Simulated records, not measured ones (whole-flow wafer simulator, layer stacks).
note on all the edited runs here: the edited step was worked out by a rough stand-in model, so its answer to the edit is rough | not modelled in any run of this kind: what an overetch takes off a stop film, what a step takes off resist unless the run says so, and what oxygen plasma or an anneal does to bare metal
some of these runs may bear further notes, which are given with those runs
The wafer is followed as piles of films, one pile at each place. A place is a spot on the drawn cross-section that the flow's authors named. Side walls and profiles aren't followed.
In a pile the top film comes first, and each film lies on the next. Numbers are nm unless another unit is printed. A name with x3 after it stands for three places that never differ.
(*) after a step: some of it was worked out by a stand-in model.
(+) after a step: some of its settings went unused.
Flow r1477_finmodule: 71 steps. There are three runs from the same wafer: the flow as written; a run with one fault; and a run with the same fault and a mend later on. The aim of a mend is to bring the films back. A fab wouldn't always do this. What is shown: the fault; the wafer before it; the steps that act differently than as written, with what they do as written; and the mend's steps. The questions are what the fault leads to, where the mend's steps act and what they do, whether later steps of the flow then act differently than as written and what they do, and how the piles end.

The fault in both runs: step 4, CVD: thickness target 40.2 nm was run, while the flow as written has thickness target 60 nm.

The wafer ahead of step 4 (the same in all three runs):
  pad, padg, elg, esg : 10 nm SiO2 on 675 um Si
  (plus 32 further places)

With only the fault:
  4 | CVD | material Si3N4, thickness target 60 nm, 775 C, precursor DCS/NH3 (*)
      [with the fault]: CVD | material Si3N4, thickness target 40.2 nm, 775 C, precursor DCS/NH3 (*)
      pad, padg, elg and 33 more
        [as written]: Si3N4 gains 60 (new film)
        [with the fault]: Si3N4 gains 40.2 (new film)
  Steps further on in the flow that do not act as written (not shown: 3 more steps that differ only slightly, by at most 2% or 0.5 nm, whichever is larger):
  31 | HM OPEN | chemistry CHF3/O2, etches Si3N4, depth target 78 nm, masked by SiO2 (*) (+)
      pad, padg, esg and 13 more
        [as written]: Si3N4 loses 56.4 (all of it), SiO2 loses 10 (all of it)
        [with the fault]: Si3N4 loses 36.6 (all of it), SiO2 loses 9.15
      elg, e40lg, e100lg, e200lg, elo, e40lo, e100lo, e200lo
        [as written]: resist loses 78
        [with the fault]: resist loses 54.9
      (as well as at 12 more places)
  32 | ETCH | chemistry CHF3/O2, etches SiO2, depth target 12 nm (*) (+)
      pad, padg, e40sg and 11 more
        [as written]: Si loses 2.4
        [with the fault]: SiO2 loses 0.85 (all of it), Si loses 2.23
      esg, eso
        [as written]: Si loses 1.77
        [with the fault]: SiO2 loses 0.85 (all of it), Si loses 2.23
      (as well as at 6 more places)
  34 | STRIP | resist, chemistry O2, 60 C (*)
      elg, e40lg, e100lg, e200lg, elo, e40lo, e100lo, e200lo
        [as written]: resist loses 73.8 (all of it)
        [with the fault]: resist loses 96.9 (all of it)
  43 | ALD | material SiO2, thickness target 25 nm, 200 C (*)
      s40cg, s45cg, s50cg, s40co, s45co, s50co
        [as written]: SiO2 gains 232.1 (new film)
        [with the fault]: SiO2 gains 223.5 (new film)
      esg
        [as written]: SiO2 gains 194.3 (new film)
        [with the fault]: SiO2 gains 174.9 (new film)
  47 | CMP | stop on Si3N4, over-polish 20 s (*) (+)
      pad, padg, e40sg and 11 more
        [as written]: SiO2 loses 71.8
        [with the fault]: SiO2 loses 91.8
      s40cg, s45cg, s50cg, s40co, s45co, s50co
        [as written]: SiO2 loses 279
        [with the fault]: SiO2 loses 290.6
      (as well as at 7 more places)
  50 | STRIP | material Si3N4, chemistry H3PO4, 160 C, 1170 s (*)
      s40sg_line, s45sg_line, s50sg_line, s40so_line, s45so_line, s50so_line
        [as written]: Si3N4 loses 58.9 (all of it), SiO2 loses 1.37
        [with the fault]: Si3N4 loses 39.1 (all of it), SiO2 loses 1.99
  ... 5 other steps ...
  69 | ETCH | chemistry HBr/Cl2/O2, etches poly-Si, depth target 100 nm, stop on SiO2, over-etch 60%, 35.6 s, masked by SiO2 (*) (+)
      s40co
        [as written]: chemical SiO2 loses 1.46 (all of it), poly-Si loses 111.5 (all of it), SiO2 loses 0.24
        [with the fault]: chemical SiO2 loses 1.46 (all of it), poly-Si loses 133.3 (all of it), SiO2 loses 0.13
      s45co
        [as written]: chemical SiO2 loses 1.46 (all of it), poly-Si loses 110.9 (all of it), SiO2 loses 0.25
        [with the fault]: chemical SiO2 loses 1.46 (all of it), poly-Si loses 133.3 (all of it), SiO2 loses 0.13
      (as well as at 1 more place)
  At pad, padg, elg and 27 more, the piles at the end differ from the flow's by more than 2% or 0.5 nm, whichever is larger.
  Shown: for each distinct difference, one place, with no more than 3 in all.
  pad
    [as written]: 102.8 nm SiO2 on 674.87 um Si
    [with the fault]: 82.9 nm SiO2 on 674.87 um Si
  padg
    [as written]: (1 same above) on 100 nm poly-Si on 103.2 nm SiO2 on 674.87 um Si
    [with the fault]: (1 same above) on 100 nm poly-Si on 83.3 nm SiO2 on 674.87 um Si
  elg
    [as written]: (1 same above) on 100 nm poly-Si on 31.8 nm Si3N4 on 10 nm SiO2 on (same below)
    [with the fault]: (1 same above) on 100 nm poly-Si on 12 nm Si3N4 on 10 nm SiO2 on (same below)

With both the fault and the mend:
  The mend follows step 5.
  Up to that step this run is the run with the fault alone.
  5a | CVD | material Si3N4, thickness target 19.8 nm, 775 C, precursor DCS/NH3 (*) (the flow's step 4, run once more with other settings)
      pad, padg, elg and 33 more
        Si3N4 gains 19.8
  None of the later steps of the flow acts differently than as written at any place that is followed.
  At every place that both follow, the piles at the end match the flow's.
